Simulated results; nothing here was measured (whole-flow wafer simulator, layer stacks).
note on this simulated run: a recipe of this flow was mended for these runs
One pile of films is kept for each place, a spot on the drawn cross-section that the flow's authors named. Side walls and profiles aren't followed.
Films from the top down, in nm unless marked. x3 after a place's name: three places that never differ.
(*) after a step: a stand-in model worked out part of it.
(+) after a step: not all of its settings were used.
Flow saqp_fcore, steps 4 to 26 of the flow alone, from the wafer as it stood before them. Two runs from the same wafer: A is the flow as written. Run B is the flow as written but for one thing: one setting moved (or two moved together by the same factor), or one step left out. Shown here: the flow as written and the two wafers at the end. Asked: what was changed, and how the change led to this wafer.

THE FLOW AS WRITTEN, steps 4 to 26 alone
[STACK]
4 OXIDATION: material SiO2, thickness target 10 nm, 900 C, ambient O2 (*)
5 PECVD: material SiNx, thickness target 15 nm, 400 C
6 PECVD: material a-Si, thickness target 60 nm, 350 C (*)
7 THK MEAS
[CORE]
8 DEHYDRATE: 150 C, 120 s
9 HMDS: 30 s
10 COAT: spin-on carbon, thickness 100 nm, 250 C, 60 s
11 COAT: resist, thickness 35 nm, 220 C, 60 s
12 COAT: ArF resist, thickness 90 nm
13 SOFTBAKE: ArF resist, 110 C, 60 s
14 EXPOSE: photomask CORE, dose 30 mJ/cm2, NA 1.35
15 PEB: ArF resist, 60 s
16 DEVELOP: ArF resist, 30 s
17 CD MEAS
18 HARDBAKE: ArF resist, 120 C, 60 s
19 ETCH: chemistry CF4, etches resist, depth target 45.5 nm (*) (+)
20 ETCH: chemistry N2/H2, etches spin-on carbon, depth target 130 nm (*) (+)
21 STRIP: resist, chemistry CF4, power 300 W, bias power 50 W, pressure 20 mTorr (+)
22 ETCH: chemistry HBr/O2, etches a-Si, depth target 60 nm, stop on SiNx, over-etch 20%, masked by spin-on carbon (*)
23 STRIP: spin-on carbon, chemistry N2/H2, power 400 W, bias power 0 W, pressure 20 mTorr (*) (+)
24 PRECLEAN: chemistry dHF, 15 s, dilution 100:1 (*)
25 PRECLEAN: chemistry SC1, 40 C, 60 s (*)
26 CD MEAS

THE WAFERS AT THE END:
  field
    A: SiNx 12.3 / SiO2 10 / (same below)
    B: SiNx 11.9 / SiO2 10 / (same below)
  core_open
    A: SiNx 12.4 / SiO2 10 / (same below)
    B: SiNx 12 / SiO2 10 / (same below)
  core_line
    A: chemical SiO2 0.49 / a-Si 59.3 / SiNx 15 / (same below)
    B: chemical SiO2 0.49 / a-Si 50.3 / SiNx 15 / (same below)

The cause: step 6, PECVD: thickness target 51 nm was run, where the flow has thickness target 60 nm.

How the change led to this, step by step:
  6 PECVD: material a-Si, thickness target 60 nm, 350 C (*)
      field, core_open, core_line: A a-Si +60 (new film) | B a-Si +51 (new film)
  22 ETCH: chemistry HBr/O2, etches a-Si, depth target 60 nm, stop on SiNx, over-etch 20%, masked by spin-on carbon (*)
      field: A a-Si -36.8 (all of it), SiNx -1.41 | B a-Si -27.8 (all of it), SiNx -1.77
      core_open: A a-Si -39.4 (all of it), SiNx -1.3 | B a-Si -30.4 (all of it), SiNx -1.66
      (and at 1 more place)
  23 STRIP: spin-on carbon, chemistry N2/H2, power 400 W, bias power 0 W, pressure 20 mTorr (*) (+)
      core_line: A spin-on carbon -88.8 (all of it) | B spin-on carbon -90.9 (all of it)
